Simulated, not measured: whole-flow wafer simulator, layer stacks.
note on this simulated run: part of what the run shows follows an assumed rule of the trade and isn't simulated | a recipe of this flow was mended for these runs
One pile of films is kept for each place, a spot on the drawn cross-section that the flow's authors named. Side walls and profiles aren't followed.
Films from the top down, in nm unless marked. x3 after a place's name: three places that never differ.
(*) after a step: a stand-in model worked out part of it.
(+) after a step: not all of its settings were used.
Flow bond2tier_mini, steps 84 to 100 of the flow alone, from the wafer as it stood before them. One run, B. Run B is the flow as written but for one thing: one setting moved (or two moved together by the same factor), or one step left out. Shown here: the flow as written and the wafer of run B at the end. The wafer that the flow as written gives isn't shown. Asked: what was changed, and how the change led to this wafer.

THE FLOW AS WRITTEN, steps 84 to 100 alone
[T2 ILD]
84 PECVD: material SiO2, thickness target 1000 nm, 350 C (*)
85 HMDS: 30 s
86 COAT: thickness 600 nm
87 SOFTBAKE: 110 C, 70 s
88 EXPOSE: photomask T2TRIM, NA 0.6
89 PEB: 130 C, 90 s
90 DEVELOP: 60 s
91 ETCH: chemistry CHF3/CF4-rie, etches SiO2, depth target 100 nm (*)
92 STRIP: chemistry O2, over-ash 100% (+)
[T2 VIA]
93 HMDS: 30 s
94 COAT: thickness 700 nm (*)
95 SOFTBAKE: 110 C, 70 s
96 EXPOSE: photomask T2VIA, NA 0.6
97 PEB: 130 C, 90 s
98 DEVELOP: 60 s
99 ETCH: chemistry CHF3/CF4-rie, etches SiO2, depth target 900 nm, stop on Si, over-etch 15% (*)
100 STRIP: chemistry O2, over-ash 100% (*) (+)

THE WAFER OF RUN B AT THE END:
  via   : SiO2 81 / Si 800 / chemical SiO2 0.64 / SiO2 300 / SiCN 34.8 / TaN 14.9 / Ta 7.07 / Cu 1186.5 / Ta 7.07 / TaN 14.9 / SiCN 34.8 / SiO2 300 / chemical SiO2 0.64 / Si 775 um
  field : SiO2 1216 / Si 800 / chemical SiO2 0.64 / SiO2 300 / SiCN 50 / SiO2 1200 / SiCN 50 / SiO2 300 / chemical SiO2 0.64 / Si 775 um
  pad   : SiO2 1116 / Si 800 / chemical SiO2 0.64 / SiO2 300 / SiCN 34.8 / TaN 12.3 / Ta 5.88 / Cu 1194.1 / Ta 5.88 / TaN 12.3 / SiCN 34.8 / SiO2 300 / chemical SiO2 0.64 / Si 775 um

The cause: step 84, PECVD: thickness target 1216 nm was run, where the flow has thickness target 1000 nm.
It can be read off the wafer: field has SiO2 1216, and step 84 as written asks for 1000 nm.

How the change led to this, step by step:
  84 PECVD: material SiO2, thickness target 1000 nm, 350 C (*)
      field, pad, via: SiO2 +1216 (new film) (as written it would be: SiO2 +1000 (new film))
  99 ETCH: chemistry CHF3/CF4-rie, etches SiO2, depth target 900 nm, stop on Si, over-etch 15% (*)
      via: SiO2 -1035 (as written it would be: SiO2 -900 (all of it), Si -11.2)
